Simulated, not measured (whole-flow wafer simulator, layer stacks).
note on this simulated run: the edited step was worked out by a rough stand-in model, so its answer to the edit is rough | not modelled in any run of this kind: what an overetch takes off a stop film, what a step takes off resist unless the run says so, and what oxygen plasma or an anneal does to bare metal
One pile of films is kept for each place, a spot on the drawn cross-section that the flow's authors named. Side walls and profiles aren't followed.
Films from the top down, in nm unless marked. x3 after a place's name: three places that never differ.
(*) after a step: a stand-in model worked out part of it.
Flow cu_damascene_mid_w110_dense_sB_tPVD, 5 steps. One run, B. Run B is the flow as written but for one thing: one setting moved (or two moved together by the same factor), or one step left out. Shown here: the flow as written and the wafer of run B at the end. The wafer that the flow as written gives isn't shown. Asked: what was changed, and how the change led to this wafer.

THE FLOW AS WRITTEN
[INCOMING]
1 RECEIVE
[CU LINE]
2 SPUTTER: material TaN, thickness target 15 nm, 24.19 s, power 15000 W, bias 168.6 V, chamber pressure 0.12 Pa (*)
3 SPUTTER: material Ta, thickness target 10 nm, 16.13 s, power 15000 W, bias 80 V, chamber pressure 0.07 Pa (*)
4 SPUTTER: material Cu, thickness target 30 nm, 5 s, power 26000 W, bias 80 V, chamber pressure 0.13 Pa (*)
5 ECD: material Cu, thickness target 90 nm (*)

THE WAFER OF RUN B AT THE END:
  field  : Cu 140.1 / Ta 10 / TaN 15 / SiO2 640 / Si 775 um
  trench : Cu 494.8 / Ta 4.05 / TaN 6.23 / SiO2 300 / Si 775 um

The cause: step 5, ECD: thickness target 110.1 nm was run, where the flow has thickness target 90 nm.

How the change led to this, step by step:
  5 ECD: material Cu, thickness target 90 nm (*)
      field: Cu +110.1 (as written it would be: Cu +90)
      trench: Cu +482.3 (as written it would be: Cu +462.2)
